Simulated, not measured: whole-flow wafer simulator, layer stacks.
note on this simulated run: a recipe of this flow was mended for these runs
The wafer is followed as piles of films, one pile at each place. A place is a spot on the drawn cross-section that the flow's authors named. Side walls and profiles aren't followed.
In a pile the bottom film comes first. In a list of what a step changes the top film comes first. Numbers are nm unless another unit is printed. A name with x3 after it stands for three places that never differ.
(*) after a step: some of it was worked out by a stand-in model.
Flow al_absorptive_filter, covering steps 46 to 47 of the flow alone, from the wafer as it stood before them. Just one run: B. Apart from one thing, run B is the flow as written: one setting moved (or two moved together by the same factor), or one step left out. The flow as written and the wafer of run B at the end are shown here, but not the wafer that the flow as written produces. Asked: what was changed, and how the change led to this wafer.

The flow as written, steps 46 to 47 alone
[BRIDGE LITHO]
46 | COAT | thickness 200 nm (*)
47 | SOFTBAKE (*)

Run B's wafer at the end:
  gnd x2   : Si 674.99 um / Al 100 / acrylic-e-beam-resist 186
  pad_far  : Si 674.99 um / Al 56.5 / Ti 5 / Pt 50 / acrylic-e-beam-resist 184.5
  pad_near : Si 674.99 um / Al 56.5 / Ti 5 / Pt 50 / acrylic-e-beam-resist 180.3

Cause: step 46, COAT: thickness 186 nm was run, whereas the flow has thickness 200 nm.
The wafer lets one read it off: gnd x2 has acrylic-e-beam-resist 186, and step 46 as written asks for 200 nm.

Step by step, how the change led to this:
  46 | COAT | thickness 200 nm (*)
      gnd x2, idc_field: acrylic-e-beam-resist gains 186 (new film) (in the flow as written it would be: acrylic-e-beam-resist gains 200 (new film))
      pad_far: acrylic-e-beam-resist gains 184.5 (new film) (in the flow as written it would be: acrylic-e-beam-resist gains 198.5 (new film))
      (also at 10 further places)
